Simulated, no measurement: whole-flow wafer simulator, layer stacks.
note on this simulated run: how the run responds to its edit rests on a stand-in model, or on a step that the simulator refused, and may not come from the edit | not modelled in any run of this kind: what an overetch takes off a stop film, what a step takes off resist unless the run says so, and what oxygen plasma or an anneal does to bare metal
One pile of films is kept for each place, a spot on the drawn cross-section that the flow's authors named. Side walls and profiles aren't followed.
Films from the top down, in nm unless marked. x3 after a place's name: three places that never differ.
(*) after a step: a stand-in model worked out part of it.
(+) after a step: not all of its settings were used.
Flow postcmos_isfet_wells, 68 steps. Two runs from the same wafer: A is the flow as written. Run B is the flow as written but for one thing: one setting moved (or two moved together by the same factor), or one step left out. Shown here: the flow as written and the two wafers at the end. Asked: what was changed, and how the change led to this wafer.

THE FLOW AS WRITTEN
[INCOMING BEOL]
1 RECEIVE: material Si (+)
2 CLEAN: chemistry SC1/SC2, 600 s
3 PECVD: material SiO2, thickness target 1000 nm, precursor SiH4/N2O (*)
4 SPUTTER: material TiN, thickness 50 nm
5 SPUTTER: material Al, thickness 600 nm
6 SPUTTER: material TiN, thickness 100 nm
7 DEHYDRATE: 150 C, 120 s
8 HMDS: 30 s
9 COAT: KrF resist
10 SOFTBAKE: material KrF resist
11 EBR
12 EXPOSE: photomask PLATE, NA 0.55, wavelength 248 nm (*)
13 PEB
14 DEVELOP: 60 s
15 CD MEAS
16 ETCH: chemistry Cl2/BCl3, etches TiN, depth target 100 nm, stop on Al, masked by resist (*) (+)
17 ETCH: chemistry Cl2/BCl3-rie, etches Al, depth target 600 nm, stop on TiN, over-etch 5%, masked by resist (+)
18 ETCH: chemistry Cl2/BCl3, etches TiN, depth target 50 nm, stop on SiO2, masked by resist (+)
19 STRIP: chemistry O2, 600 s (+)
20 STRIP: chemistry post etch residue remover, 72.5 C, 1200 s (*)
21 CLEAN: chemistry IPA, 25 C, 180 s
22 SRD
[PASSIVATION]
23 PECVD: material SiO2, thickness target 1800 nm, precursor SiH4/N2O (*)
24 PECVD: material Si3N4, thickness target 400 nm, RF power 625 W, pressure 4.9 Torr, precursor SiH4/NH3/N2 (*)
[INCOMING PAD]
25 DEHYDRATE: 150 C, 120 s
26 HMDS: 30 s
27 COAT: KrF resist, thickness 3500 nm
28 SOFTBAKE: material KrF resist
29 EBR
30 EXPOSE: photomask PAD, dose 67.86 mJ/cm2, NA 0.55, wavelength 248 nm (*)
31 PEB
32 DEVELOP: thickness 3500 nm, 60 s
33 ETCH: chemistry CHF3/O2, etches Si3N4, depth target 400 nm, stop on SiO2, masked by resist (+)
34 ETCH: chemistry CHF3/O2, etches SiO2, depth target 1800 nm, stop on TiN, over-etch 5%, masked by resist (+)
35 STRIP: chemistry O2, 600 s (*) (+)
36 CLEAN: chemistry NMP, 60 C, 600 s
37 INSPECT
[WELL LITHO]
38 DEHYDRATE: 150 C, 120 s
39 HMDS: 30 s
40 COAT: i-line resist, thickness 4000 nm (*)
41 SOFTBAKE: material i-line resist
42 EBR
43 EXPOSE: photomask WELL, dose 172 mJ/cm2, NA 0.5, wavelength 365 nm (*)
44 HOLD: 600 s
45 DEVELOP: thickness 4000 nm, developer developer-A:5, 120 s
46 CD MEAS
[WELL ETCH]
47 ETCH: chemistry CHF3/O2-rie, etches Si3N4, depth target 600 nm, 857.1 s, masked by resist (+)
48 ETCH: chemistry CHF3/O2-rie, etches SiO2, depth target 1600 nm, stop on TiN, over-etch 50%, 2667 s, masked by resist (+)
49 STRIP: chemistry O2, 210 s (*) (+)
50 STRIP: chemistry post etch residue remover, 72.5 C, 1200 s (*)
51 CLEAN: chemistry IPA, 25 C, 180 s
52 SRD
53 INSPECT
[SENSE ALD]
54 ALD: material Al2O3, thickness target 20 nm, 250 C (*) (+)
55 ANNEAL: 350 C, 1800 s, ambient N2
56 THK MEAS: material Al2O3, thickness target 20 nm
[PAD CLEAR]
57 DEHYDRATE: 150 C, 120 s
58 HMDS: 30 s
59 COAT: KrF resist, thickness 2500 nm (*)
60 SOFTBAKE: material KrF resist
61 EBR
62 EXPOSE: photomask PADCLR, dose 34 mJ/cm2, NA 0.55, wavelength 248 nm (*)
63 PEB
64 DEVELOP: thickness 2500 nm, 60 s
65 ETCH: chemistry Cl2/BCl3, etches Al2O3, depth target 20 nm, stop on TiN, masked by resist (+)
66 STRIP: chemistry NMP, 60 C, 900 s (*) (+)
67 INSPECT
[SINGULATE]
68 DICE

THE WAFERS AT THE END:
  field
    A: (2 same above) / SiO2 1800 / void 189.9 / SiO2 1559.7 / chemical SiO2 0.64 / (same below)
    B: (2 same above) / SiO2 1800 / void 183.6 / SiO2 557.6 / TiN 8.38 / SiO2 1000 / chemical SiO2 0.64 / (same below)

The cause: step 18, ETCH: depth target 41.2 nm was run, where the flow has depth target 50 nm.

How the change led to this, step by step:
  18 ETCH: chemistry Cl2/BCl3, etches TiN, depth target 50 nm, stop on SiO2, masked by resist (+)
      field: A TiN -50 (all of it) | B TiN -41.2
      margin, well900, well1300 x3, pad_rim, pad_clr, pad_open: A KrF resist -20 | B KrF resist -16.5
  23 PECVD: material SiO2, thickness target 1800 nm, precursor SiH4/N2O (*)
      field: A SiO2 +1800 (new film), void +189.9 (new film), SiO2 +559.7 | B SiO2 +1800 (new film), void +183.6 (new film), SiO2 +557.6 (new film)
Counting metal films that touch as one body, field has 1 body; the flow as written gives 0 bodies.
